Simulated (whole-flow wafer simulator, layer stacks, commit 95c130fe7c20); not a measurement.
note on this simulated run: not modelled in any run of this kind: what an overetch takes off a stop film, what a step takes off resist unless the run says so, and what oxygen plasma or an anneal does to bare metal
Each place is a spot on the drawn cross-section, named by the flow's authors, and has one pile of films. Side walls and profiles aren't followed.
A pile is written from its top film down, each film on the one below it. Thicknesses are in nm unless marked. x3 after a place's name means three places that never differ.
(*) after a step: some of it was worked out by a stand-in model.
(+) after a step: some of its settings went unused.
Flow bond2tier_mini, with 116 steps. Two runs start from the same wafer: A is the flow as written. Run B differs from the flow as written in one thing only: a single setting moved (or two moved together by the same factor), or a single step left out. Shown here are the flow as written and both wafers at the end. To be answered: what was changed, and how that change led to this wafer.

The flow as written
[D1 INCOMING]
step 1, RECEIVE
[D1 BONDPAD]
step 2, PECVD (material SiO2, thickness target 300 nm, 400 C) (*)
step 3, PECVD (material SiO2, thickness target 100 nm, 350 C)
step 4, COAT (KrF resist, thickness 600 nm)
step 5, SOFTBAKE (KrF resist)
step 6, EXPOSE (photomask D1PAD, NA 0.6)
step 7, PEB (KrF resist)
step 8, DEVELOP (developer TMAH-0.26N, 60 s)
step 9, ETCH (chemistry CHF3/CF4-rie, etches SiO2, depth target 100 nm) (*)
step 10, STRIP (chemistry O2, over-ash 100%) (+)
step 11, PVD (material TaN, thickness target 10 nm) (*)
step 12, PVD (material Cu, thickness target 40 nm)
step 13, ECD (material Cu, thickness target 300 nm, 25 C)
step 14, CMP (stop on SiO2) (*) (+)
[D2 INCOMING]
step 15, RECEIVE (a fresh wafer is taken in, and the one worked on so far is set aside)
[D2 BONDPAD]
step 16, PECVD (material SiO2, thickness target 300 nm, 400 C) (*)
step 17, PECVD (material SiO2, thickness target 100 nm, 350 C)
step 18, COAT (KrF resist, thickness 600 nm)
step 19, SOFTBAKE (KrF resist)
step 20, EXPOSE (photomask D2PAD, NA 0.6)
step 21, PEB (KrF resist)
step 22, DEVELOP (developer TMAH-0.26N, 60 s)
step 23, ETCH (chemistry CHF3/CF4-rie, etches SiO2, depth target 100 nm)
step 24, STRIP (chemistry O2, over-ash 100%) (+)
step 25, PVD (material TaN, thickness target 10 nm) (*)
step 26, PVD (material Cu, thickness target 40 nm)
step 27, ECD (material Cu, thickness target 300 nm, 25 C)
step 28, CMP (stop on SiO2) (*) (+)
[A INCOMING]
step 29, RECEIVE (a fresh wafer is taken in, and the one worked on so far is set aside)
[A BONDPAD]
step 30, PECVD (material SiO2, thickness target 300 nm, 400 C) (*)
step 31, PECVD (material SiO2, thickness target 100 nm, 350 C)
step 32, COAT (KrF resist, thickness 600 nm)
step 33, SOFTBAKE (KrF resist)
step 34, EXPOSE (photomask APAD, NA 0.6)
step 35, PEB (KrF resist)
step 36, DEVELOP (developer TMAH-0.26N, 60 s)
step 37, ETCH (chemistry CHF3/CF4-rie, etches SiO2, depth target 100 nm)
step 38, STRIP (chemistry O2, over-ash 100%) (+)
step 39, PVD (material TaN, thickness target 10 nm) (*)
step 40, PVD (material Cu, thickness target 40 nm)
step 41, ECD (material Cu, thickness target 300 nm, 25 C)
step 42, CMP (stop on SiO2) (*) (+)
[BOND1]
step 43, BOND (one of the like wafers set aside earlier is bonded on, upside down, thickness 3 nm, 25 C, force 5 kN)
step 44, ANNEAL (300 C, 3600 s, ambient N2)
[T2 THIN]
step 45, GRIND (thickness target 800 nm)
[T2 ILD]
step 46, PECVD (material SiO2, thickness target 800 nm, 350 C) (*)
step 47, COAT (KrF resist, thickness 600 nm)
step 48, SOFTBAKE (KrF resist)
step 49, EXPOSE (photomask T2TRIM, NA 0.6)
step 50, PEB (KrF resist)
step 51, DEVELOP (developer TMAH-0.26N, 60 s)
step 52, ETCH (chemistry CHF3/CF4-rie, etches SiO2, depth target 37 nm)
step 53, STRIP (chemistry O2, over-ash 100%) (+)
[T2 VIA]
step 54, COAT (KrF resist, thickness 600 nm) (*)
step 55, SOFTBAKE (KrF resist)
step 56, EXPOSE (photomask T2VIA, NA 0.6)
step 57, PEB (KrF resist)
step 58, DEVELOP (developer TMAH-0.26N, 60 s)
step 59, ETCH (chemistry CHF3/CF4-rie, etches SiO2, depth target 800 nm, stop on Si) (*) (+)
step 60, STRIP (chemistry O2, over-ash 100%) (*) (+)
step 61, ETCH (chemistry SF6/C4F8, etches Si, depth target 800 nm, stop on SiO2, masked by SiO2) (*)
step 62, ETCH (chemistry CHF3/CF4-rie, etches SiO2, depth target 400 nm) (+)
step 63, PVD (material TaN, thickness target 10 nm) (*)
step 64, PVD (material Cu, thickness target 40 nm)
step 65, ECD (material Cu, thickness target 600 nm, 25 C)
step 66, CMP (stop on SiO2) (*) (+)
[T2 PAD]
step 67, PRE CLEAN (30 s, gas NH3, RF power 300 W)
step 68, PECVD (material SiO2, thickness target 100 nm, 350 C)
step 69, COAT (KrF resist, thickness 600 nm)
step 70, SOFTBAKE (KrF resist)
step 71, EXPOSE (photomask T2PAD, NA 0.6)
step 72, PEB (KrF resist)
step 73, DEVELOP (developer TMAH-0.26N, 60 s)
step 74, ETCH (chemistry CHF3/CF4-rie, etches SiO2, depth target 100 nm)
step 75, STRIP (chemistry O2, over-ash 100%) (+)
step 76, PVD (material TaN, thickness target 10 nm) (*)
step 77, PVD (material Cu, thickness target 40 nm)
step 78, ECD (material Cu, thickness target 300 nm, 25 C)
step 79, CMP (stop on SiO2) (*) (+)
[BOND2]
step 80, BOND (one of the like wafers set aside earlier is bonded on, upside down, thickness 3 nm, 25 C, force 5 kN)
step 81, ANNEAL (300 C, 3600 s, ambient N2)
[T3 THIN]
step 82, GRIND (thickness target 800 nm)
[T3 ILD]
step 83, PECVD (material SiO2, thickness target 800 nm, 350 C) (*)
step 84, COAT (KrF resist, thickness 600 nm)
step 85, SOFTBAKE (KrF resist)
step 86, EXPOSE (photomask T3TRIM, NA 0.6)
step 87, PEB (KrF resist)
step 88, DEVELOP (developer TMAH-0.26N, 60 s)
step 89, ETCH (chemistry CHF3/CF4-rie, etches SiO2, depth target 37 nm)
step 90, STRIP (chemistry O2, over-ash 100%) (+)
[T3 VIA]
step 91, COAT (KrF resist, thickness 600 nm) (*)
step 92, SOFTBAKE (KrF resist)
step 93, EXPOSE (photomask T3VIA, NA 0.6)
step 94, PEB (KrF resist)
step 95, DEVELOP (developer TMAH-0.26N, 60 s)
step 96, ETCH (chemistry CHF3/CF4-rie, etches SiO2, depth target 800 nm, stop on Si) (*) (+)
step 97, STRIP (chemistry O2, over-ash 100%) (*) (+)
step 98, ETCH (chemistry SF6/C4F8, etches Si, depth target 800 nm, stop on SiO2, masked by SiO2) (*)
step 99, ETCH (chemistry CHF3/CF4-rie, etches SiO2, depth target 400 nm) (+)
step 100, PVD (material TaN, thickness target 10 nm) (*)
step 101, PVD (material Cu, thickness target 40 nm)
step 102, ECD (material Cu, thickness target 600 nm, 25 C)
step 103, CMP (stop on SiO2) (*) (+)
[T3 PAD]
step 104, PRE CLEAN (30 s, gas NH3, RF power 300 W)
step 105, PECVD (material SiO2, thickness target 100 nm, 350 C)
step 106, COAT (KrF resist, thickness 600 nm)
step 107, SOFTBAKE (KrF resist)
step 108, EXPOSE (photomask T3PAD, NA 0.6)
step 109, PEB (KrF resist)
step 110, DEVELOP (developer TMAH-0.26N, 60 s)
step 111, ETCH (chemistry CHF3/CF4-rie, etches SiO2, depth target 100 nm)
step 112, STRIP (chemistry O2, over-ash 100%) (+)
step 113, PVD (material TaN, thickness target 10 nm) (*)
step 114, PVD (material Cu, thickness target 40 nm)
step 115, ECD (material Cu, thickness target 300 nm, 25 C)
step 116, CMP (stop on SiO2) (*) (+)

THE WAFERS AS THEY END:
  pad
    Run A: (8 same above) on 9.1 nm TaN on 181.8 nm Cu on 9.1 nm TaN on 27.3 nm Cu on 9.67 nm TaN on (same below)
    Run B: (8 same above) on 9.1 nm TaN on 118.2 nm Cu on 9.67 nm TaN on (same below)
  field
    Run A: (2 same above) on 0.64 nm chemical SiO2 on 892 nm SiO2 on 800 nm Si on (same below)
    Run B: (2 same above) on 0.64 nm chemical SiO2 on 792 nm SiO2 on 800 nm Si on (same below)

Cause: step 68, PECVD: material SiO2, thickness target 100 nm, 350 C, was omitted.

Step by step, how the change led to this:
  step 74, ETCH (chemistry CHF3/CF4-rie, etches SiO2, depth target 100 nm)
      pad: A -100 SiO2 (all of it) | B nothing
  step 76, PVD (material TaN, thickness target 10 nm) (*)
      pad: A +9.1 TaN (new film) | B +10 TaN (new film)
  step 77, PVD (material Cu, thickness target 40 nm)
      pad: A +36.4 Cu (new film) | B +40 Cu (new film)
  step 78, ECD (material Cu, thickness target 300 nm, 25 C)
      pad: A +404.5 Cu | B +300 Cu
  step 79, CMP (stop on SiO2) (*) (+)
      pad: A -350 Cu | B -340 Cu (all of it), -10 TaN (all of it)
